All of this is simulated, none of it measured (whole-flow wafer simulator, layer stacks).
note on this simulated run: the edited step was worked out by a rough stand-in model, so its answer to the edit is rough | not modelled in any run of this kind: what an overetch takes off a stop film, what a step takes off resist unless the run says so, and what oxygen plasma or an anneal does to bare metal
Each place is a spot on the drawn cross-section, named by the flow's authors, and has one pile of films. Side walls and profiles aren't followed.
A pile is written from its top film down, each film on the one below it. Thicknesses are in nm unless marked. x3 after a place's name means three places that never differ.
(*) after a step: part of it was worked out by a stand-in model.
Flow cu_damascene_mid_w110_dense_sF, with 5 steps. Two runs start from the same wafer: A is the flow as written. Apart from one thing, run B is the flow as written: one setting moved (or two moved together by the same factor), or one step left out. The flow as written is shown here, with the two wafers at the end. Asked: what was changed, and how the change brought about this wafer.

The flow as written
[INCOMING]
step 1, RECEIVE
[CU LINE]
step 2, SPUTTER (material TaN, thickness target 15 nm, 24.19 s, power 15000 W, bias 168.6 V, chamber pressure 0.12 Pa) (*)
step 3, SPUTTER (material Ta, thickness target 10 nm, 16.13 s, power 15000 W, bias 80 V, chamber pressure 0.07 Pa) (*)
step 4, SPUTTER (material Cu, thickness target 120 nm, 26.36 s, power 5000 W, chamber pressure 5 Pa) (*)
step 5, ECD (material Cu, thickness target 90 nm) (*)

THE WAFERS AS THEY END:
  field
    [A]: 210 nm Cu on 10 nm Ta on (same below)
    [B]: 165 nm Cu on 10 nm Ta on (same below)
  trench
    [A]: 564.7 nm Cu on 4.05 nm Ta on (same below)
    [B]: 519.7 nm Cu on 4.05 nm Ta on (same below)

Cause: step 5, ECD: thickness target 45 nm was run, though the flow has thickness target 90 nm.

How this came from the change, step by step:
  step 5, ECD (material Cu, thickness target 90 nm) (*)
      field: A Cu gains 90 | B Cu gains 45
      trench: A Cu gains 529 | B Cu gains 484
